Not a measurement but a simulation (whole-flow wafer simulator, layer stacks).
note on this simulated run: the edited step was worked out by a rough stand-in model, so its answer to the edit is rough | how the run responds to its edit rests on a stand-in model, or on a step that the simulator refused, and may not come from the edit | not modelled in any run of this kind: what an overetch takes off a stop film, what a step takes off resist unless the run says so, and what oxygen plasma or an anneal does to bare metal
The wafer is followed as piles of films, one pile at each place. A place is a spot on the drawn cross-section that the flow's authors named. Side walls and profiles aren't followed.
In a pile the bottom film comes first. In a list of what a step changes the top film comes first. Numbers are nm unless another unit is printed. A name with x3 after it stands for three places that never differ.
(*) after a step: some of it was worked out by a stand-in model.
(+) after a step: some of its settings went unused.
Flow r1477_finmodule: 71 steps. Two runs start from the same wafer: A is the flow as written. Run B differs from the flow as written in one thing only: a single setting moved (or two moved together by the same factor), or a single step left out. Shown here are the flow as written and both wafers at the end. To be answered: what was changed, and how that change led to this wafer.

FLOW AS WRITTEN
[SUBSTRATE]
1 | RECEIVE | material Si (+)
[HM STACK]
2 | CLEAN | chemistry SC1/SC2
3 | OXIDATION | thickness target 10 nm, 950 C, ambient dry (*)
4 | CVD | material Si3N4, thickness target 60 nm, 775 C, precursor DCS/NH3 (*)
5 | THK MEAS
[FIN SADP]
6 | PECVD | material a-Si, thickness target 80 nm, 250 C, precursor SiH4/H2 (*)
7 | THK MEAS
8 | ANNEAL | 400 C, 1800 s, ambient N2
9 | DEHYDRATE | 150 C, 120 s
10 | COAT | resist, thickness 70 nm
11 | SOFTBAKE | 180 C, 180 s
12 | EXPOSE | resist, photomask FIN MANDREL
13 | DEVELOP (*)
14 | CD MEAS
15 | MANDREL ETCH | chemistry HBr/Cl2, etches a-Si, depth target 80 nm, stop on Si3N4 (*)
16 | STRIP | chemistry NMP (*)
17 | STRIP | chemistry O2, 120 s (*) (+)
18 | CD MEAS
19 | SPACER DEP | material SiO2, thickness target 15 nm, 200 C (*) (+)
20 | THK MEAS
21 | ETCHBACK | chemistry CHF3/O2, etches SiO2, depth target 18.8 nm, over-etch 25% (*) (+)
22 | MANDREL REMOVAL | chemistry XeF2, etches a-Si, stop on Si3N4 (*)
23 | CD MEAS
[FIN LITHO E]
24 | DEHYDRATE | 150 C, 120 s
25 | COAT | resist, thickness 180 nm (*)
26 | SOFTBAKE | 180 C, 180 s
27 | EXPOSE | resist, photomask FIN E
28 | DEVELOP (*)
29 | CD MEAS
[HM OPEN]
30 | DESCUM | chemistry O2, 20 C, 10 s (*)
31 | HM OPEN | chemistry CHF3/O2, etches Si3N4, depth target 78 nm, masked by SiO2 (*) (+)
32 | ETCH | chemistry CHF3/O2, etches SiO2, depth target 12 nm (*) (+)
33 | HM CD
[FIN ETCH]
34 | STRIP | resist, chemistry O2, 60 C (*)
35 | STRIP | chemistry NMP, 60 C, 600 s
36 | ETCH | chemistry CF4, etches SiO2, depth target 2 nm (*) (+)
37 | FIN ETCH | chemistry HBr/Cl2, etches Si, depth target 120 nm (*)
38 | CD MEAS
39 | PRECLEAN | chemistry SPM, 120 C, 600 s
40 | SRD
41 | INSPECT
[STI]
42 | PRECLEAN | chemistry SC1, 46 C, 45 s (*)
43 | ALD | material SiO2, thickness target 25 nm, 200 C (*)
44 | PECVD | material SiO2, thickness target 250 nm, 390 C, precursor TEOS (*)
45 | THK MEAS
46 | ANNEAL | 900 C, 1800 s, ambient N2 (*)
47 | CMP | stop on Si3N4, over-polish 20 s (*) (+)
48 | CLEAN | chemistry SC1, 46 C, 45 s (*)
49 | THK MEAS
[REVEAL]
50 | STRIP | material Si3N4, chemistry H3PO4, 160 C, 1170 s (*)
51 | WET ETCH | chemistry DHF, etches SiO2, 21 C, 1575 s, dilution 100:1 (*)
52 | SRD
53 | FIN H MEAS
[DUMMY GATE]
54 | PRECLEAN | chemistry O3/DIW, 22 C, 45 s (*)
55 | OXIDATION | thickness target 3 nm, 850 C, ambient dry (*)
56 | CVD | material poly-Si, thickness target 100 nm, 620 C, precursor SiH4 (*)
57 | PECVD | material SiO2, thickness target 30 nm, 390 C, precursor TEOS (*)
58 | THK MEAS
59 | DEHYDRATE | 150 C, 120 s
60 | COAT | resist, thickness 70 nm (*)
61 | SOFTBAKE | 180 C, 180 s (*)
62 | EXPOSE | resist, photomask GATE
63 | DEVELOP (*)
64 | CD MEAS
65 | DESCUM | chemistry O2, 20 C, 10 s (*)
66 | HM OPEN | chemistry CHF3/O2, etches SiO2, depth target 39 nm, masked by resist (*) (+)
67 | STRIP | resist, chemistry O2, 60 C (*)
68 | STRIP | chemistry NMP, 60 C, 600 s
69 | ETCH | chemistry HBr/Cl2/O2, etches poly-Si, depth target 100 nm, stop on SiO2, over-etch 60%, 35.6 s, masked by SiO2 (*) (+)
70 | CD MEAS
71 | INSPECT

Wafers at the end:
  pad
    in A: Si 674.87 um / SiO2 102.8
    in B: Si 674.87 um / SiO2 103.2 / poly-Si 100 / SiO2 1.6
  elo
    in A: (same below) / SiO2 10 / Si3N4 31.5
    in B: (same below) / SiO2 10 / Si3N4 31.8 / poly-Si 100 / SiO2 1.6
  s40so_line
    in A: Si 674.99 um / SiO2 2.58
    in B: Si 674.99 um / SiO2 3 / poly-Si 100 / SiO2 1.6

The reason: step 57, PECVD: thickness target 45.9 nm was run, though the flow has thickness target 30 nm.

How this came from the change, step by step:
  57 | PECVD | material SiO2, thickness target 30 nm, 390 C, precursor TEOS (*)
      pad, padg, elg and 33 more: A +30 SiO2 (new film) | B +45.9 SiO2 (new film)
  66 | HM OPEN | chemistry CHF3/O2, etches SiO2, depth target 39 nm, masked by resist (*) (+)
      pad, elo, eso and 15 more: A -30 SiO2 (all of it), -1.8 poly-Si | B -39 SiO2
  67 | STRIP | resist, chemistry O2, 60 C (*)
      pad, elo, eso and 15 more: A +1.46 chemical SiO2 (new film), -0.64 poly-Si | B nothing
  69 | ETCH | chemistry HBr/Cl2/O2, etches poly-Si, depth target 100 nm, stop on SiO2, over-etch 60%, 35.6 s, masked by SiO2 (*) (+)
      pad, eso, e40so and 8 more: A -1.46 chemical SiO2 (all of it), -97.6 poly-Si (all of it), -0.42 SiO2 | B -5.3 SiO2
      elo, e40lo, e100lo, e200lo: A -1.46 chemical SiO2 (all of it), -97.6 poly-Si (all of it), -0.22 Si3N4 | B -5.3 SiO2
      (as well as at 3 more places)
